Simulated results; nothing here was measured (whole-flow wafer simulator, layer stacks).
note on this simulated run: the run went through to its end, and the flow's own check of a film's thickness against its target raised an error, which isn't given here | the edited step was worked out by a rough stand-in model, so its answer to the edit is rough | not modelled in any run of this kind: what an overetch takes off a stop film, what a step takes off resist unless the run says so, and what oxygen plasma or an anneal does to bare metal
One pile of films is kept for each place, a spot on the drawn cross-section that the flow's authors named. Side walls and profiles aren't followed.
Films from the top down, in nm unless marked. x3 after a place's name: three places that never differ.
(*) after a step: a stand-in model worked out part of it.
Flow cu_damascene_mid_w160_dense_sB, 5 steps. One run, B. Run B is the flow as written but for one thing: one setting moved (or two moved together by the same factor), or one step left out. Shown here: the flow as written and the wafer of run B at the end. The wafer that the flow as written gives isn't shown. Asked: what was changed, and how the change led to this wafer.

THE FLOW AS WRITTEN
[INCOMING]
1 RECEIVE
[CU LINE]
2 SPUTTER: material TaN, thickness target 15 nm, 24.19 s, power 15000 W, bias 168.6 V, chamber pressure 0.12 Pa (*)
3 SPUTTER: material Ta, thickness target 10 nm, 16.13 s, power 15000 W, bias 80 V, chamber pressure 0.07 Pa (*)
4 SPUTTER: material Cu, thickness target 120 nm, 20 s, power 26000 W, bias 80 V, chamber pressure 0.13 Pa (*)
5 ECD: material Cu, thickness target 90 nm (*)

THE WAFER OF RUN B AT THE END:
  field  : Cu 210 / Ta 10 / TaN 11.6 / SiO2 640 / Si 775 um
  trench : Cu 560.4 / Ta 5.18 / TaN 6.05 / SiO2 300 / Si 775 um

The cause: step 2, SPUTTER: power 11610 W was run, where the flow has power 15000 W.

How the change led to this, step by step:
  2 SPUTTER: material TaN, thickness target 15 nm, 24.19 s, power 15000 W, bias 168.6 V, chamber pressure 0.12 Pa (*)
      field: TaN +11.6 (new film) (as written it would be: TaN +15 (new film))
      trench: TaN +6.05 (new film) (as written it would be: TaN +7.82 (new film))
